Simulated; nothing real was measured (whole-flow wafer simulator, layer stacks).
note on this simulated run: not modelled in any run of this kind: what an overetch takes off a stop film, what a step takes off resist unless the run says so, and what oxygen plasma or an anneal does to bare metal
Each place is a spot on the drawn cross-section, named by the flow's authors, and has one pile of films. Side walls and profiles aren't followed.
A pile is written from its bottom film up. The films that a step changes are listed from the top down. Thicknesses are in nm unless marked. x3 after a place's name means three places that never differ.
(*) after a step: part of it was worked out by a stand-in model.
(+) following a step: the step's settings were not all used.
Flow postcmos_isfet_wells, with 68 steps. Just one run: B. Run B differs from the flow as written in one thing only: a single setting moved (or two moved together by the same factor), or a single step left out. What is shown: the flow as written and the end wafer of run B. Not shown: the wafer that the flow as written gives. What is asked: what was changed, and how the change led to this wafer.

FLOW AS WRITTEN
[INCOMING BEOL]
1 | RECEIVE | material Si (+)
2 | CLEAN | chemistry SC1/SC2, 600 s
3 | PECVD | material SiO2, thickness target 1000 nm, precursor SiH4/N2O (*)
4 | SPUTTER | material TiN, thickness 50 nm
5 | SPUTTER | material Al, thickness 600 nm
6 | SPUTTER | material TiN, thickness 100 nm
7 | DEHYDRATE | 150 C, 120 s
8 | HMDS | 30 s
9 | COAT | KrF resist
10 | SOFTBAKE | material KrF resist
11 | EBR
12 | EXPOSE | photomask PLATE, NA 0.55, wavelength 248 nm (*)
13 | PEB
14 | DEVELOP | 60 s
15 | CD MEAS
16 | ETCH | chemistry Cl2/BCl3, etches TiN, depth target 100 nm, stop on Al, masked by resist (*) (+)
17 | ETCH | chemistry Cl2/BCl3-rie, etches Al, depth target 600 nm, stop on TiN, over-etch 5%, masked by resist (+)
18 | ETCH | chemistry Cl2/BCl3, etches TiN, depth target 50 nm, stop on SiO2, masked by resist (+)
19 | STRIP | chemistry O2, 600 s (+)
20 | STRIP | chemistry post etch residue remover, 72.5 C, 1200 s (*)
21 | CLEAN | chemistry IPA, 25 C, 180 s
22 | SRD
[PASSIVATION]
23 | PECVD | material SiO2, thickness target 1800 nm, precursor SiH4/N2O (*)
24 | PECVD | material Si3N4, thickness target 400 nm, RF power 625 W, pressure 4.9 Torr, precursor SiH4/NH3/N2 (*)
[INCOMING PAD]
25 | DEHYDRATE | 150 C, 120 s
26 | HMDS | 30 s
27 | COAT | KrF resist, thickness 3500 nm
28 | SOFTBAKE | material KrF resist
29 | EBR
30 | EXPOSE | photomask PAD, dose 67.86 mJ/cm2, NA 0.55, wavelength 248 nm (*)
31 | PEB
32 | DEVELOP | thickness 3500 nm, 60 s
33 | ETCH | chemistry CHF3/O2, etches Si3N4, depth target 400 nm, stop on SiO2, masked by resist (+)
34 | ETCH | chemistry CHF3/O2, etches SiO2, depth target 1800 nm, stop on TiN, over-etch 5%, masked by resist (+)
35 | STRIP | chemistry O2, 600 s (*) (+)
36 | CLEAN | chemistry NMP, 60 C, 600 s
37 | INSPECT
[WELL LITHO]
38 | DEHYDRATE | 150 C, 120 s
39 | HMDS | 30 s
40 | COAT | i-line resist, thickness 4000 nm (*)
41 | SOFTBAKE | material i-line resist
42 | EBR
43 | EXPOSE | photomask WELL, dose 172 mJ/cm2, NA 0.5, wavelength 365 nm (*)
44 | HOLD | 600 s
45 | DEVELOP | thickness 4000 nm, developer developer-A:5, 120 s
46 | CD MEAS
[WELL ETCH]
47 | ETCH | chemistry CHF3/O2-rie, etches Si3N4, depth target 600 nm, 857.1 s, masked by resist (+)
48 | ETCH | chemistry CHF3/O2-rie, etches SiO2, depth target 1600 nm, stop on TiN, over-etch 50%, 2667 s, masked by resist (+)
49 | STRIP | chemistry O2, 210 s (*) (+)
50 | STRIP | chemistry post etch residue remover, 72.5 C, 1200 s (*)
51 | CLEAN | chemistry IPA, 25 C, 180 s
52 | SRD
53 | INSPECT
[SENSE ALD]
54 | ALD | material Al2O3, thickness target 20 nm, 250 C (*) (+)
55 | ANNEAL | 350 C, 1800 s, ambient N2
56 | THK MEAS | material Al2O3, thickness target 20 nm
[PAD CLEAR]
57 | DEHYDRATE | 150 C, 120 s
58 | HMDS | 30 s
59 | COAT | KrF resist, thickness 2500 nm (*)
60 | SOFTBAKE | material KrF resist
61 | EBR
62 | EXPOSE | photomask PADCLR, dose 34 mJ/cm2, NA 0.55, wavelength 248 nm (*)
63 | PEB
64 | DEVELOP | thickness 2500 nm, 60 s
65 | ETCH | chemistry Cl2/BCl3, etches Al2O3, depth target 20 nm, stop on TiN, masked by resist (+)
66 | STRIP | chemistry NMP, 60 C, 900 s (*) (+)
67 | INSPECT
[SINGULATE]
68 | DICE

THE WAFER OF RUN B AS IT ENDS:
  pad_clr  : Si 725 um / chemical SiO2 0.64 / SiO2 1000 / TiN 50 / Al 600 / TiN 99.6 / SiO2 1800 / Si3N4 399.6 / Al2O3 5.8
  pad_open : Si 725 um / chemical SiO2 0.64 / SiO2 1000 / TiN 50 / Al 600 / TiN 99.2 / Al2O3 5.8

What caused this: step 65, ETCH: depth target 14.2 nm was run, while the flow as written has depth target 20 nm.

How this came from the change, step by step:
  65 | ETCH | chemistry Cl2/BCl3, etches Al2O3, depth target 20 nm, stop on TiN, masked by resist (+)
      pad_clr, pad_open: Al2O3 loses 14.2 (as written it would have been: Al2O3 loses 20 (all of it))
      field, margin, pad_rim: KrF resist loses 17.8 (as written it would have been: KrF resist loses 25)
